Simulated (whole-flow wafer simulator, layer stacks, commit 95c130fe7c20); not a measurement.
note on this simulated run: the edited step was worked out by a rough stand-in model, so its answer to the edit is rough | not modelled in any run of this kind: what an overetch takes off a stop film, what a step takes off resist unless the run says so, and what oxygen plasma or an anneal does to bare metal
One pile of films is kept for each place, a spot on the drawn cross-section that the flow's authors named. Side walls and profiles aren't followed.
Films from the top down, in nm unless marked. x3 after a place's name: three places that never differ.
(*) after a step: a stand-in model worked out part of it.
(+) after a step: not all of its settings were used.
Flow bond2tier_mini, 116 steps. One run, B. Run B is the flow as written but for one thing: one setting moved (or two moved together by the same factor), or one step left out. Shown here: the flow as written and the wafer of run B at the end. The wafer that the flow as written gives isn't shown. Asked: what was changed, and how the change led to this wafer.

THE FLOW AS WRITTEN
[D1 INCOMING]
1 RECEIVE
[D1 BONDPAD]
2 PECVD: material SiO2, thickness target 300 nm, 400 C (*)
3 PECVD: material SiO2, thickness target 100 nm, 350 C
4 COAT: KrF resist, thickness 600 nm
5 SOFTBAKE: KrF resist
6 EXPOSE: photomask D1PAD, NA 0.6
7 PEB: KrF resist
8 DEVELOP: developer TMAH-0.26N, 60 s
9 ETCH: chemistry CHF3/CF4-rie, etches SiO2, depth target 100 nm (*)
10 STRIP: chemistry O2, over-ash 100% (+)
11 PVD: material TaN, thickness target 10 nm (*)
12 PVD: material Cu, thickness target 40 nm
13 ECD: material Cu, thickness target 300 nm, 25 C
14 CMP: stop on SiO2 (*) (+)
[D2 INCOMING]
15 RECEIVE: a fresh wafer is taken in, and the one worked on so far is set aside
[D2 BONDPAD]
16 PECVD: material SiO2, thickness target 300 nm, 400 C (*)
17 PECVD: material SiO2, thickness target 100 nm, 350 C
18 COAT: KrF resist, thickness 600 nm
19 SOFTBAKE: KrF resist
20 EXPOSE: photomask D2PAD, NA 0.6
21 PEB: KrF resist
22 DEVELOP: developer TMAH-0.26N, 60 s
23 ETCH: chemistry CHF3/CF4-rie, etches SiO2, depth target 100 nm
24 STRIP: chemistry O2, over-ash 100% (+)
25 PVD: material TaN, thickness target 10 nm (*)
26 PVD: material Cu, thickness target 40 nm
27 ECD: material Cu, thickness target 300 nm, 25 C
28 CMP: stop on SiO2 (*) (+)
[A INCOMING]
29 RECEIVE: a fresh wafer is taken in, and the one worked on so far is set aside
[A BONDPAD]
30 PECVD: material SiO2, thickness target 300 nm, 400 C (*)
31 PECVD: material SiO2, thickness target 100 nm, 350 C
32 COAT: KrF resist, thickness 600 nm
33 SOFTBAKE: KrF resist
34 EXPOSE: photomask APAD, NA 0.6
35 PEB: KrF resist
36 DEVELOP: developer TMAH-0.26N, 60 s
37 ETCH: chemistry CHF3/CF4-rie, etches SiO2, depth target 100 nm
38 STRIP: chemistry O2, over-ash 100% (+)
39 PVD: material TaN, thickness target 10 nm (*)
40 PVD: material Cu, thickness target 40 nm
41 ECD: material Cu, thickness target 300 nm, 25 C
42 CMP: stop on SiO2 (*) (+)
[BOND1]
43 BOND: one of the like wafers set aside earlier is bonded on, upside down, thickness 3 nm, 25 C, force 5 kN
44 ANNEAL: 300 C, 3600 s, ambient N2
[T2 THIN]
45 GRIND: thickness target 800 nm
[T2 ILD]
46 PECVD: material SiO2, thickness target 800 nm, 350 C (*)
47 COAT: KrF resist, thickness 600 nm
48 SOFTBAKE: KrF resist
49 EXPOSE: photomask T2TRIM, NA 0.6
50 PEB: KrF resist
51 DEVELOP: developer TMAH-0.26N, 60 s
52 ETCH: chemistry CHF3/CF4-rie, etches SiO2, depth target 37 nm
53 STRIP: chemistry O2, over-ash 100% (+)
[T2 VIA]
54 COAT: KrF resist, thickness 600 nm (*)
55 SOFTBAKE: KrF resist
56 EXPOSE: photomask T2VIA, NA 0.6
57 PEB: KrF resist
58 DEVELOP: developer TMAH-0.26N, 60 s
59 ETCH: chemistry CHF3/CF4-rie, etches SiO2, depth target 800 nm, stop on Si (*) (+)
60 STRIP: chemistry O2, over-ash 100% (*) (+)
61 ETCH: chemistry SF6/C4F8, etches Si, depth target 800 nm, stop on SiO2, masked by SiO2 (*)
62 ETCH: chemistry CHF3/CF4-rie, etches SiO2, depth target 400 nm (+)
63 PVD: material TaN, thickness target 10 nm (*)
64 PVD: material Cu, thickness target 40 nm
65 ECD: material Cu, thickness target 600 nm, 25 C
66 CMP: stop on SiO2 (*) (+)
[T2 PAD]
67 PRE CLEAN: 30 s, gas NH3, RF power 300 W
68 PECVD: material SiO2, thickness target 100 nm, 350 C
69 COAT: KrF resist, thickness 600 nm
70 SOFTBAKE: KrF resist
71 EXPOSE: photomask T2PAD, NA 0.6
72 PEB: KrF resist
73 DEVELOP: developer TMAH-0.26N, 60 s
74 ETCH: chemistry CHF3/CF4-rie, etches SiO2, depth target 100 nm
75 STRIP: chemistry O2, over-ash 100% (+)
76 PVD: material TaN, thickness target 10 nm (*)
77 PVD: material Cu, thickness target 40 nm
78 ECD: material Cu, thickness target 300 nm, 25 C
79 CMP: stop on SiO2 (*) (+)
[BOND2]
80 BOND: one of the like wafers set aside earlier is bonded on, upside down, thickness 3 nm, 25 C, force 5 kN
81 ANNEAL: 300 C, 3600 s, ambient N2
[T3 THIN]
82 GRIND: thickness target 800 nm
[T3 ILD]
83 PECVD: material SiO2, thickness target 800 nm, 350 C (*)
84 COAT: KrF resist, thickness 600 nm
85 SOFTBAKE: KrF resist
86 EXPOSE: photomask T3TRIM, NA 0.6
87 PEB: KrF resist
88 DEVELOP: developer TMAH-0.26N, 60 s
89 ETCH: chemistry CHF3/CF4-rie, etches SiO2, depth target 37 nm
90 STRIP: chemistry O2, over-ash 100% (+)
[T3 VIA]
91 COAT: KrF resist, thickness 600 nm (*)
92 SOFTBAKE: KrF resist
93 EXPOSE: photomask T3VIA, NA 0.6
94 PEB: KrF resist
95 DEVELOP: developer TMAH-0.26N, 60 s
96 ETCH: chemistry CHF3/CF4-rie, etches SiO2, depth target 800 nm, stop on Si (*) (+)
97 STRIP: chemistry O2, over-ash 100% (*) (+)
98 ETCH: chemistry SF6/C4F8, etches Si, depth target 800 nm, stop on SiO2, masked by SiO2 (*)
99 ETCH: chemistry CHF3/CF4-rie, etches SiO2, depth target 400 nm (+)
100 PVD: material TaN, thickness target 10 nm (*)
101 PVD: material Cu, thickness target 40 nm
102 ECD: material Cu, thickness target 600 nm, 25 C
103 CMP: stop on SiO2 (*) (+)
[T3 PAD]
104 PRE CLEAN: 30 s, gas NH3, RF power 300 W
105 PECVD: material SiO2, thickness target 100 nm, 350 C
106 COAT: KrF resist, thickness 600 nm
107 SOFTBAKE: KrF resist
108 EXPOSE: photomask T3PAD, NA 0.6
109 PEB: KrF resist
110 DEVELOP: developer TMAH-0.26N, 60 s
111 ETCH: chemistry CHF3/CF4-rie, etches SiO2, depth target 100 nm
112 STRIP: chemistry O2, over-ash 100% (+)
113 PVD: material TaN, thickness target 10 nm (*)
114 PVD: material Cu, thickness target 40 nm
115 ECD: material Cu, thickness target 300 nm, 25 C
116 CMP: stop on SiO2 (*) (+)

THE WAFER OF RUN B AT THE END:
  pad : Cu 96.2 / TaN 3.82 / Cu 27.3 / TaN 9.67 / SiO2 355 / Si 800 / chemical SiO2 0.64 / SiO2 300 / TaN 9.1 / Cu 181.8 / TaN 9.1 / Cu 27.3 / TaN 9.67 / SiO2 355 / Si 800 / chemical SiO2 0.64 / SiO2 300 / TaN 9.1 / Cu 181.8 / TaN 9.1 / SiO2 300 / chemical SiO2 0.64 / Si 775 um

The cause: step 113, PVD: thickness target 4.2 nm was run, where the flow has thickness target 10 nm.

How the change led to this, step by step:
  113 PVD: material TaN, thickness target 10 nm (*)
      field: TaN +4.2 (new film) (as written it would be: TaN +10 (new film))
      pad: TaN +3.82 (new film) (as written it would be: TaN +9.1 (new film))
  116 CMP: stop on SiO2 (*) (+)
      field: Cu -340 (all of it), TaN -4.2 (all of it) (as written it would be: Cu -340 (all of it), TaN -10 (all of it))
